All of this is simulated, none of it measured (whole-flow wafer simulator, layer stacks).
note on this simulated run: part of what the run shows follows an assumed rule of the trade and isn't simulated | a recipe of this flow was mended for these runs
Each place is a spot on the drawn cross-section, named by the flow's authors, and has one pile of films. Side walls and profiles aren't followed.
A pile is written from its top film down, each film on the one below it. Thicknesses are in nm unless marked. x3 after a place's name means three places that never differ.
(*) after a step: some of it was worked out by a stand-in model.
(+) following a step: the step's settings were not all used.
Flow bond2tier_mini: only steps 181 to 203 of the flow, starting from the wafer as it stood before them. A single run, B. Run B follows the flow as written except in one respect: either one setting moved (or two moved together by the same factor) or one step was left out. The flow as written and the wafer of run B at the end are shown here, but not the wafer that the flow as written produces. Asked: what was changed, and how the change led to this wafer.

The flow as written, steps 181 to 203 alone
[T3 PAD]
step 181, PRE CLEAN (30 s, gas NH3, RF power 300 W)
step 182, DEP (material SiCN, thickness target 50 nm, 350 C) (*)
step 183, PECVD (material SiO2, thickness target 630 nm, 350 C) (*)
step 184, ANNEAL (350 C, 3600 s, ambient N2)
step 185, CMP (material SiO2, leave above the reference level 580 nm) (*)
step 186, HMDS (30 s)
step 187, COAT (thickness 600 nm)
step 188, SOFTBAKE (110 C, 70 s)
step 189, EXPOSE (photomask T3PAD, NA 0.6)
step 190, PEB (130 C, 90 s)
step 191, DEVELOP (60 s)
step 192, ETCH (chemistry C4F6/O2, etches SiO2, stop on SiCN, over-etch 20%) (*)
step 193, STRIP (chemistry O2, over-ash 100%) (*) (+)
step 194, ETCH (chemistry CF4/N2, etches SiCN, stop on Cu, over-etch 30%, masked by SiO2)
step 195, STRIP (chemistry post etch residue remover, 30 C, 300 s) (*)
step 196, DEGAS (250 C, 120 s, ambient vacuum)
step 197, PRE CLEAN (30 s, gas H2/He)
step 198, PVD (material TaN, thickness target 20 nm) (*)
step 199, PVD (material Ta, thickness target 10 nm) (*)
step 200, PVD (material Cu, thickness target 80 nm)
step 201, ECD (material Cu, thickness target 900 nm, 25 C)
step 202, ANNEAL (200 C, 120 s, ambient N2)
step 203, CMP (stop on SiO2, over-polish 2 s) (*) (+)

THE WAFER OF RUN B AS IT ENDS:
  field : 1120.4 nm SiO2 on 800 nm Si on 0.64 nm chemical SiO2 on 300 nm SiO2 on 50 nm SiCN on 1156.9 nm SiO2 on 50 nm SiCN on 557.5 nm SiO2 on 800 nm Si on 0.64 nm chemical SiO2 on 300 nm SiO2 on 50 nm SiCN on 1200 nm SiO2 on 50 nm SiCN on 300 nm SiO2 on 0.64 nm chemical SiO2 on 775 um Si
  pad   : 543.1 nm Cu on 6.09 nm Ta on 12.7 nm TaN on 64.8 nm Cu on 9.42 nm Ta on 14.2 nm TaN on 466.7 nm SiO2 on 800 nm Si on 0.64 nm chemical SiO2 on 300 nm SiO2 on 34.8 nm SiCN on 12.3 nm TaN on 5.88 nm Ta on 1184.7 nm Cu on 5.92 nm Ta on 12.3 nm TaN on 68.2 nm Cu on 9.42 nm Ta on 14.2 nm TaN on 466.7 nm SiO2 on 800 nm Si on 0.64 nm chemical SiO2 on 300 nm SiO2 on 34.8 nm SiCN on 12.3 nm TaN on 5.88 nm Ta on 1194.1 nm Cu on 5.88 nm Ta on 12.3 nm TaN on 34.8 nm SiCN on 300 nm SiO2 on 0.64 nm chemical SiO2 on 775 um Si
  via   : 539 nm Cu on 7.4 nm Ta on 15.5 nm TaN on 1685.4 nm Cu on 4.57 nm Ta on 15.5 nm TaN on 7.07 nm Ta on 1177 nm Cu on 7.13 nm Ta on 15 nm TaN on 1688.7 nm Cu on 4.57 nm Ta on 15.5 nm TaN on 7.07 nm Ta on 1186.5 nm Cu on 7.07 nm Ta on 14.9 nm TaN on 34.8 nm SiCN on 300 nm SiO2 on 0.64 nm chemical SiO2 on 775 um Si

Cause: step 182, DEP: material SiCN, thickness target 50 nm, 350 C (*), was not run.

How this came from the change, step by step:
  step 183, PECVD (material SiO2, thickness target 630 nm, 350 C) (*)
      field: SiO2 gains 630 (in the flow as written it would be: SiO2 gains 630 (new film))
  step 192, ETCH (chemistry C4F6/O2, etches SiO2, stop on SiCN, over-etch 20%) (*)
      pad, via: SiO2 loses 580 (all of it), Cu loses 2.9 (in the flow as written it would be: SiO2 loses 580 (all of it), SiCN loses 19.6)
  step 194, ETCH (chemistry CF4/N2, etches SiCN, stop on Cu, over-etch 30%, masked by SiO2)
      pad, via: Cu loses 0.6 (in the flow as written it would be: SiCN loses 30.4 (all of it), Cu loses 0.17)
      field: SiO2 loses 20 (in the flow as written it would be: SiO2 loses 26)
  step 200, PVD (material Cu, thickness target 80 nm)
      pad: Cu gains 50 (new film) (in the flow as written it would be: Cu gains 48.7 (new film))
      via: Cu gains 61.4 (new film) (in the flow as written it would be: Cu gains 59.4 (new film))
  step 201, ECD (material Cu, thickness target 900 nm, 25 C)
      pad: Cu gains 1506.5 (in the flow as written it would be: Cu gains 1549)
      via: Cu gains 1491 (in the flow as written it would be: Cu gains 1534.4)
